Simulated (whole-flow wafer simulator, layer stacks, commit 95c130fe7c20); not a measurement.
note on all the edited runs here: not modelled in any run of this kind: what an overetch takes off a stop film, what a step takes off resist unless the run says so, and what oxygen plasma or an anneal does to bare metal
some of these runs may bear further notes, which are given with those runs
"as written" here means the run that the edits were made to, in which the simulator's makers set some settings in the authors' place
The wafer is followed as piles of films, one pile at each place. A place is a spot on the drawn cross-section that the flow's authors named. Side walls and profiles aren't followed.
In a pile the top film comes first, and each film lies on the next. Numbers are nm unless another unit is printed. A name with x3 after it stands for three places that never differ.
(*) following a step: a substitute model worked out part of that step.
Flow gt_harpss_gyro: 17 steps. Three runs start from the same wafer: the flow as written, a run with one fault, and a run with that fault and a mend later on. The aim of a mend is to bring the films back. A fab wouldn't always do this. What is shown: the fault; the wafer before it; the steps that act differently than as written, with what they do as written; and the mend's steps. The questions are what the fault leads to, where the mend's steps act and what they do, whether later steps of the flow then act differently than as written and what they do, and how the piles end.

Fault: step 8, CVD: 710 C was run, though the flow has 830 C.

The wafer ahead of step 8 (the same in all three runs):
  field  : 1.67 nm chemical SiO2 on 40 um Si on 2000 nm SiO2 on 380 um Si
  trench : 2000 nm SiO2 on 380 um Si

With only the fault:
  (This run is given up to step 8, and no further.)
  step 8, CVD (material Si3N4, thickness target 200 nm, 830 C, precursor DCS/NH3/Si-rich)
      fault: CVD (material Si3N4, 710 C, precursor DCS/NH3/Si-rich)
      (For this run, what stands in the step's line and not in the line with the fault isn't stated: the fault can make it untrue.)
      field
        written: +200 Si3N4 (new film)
        fault: +33.5 Si3N4 (new film)
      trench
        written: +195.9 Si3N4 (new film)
        fault: +33.5 Si3N4 (new film)
  Once step 8 is done, the piles at field, trench depart from the flow's by more than 2% or 0.5 nm, whichever is larger.
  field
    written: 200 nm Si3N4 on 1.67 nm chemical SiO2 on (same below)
    fault: 33.5 nm Si3N4 on 1.67 nm chemical SiO2 on (same below)
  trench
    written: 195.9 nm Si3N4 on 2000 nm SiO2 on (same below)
    fault: 33.5 nm Si3N4 on 2000 nm SiO2 on (same below)

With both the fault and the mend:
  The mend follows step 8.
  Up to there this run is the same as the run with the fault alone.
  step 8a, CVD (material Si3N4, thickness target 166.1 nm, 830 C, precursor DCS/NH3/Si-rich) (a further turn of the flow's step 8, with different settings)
      field
        +166.1 Si3N4
      trench
        +162.6 Si3N4
  Steps further on in the flow that do not act as written:
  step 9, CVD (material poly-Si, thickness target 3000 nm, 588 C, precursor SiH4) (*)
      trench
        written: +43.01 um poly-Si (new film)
        mend: +43 um poly-Si (new film)
  At the end the piles are close to the flow's at the places that both follow, differing by at most 2% or 0.5 nm, whichever is larger.
